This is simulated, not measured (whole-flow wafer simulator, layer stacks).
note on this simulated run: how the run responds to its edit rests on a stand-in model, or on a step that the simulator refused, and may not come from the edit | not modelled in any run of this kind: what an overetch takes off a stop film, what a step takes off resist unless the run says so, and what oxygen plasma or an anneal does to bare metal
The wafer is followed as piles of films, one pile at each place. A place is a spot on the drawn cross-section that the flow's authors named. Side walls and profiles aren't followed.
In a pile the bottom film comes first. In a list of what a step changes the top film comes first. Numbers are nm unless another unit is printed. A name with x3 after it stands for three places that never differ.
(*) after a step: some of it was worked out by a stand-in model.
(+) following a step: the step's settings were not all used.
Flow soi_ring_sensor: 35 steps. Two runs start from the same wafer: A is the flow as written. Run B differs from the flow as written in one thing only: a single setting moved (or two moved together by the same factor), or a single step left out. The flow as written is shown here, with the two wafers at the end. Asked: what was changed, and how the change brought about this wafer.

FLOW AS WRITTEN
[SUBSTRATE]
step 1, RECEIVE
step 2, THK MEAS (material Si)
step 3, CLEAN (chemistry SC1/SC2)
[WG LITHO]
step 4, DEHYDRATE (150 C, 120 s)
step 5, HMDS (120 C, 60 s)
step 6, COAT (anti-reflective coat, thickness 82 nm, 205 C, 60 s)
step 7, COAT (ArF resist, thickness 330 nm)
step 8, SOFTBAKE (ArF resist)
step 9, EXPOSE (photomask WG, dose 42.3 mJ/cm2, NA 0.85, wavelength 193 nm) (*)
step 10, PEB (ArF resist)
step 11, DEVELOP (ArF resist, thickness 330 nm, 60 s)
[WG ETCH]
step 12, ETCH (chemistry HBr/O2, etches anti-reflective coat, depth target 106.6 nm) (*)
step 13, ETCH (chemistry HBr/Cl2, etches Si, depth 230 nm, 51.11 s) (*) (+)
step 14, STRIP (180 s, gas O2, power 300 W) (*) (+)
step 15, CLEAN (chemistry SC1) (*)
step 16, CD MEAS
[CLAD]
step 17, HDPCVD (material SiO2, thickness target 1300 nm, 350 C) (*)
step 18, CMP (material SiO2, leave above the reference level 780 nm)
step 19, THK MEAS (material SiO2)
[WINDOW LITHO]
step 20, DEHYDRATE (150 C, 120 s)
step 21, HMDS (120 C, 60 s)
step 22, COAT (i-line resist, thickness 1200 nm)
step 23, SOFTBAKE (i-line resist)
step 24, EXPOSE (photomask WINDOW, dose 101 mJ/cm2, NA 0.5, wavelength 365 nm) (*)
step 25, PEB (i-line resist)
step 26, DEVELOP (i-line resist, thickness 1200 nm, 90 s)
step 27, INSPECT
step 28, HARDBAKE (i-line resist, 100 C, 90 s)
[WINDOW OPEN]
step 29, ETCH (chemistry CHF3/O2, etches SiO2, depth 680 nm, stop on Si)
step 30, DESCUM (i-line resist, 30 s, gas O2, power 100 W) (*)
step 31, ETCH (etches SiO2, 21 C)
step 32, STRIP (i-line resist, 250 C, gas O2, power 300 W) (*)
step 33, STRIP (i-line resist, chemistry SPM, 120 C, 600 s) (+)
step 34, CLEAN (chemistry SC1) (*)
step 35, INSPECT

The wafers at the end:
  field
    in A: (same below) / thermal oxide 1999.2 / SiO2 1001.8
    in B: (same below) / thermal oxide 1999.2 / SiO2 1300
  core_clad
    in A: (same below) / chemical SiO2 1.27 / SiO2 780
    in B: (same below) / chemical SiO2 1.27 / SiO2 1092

The reason: step 18, CMP: leave above the reference level 1092 nm was run, though the flow has leave above the reference level 780 nm.
One can read it off the wafer: core_clad has SiO2 1092, and step 18 as written asks for 780 nm.

Step by step, how the change led to this:
  step 18, CMP (material SiO2, leave above the reference level 780 nm)
      gap, window, field, gap_clad: A SiO2 loses 298.2 | B nothing
      core, core_clad: A SiO2 loses 520 | B SiO2 loses 208
  step 31, ETCH (etches SiO2, 21 C)
      core: A SiO2 loses 100 (all of it), chemical SiO2 loses 1.27 (all of it) | B SiO2 loses 412 (all of it), chemical SiO2 loses 1.27 (all of it)
  step 32, STRIP (i-line resist, 250 C, gas O2, power 300 W) (*)
      core_clad: A i-line resist loses 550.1 (all of it) | B i-line resist loses 538.6 (all of it)
